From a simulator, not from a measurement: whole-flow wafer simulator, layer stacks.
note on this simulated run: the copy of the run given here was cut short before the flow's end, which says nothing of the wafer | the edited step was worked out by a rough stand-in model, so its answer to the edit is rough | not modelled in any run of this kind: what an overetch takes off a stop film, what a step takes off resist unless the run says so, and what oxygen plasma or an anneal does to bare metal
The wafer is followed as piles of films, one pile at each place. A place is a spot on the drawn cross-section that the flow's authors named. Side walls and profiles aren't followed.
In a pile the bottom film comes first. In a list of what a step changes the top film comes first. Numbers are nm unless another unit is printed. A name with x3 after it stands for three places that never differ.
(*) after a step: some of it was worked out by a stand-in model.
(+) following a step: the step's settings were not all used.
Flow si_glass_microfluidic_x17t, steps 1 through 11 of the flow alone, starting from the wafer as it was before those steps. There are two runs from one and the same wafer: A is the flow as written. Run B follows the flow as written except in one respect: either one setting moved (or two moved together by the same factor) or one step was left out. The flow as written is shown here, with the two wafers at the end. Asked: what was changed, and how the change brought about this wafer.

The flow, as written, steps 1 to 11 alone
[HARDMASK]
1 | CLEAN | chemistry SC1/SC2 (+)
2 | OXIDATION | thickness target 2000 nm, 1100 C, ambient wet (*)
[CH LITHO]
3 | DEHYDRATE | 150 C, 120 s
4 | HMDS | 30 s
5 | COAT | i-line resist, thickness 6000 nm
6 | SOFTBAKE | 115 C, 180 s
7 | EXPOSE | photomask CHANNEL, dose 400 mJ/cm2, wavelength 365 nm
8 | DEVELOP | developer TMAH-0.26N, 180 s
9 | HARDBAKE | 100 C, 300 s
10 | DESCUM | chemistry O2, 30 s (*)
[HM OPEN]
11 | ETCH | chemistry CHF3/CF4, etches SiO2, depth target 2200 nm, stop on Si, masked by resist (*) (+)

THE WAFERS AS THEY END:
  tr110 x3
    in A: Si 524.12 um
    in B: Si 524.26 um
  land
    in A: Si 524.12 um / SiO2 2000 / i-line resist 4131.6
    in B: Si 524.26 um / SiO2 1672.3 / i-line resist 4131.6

The reason: step 2, OXIDATION: 1045 C was run, though the flow has 1100 C.

Step by step, how the change led to this:
  2 | OXIDATION | thickness target 2000 nm, 1100 C, ambient wet (*)
      land, tr110 x3: A +2000 SiO2 (new film), -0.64 chemical SiO2 (all of it), -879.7 Si | B +1672.3 SiO2 (new film), -0.64 chemical SiO2 (all of it), -735.5 Si
  11 | ETCH | chemistry CHF3/CF4, etches SiO2, depth target 2200 nm, stop on Si, masked by resist (*) (+)
      tr110 x3: A -2000 SiO2 (all of it) | B -1672.3 SiO2 (all of it)
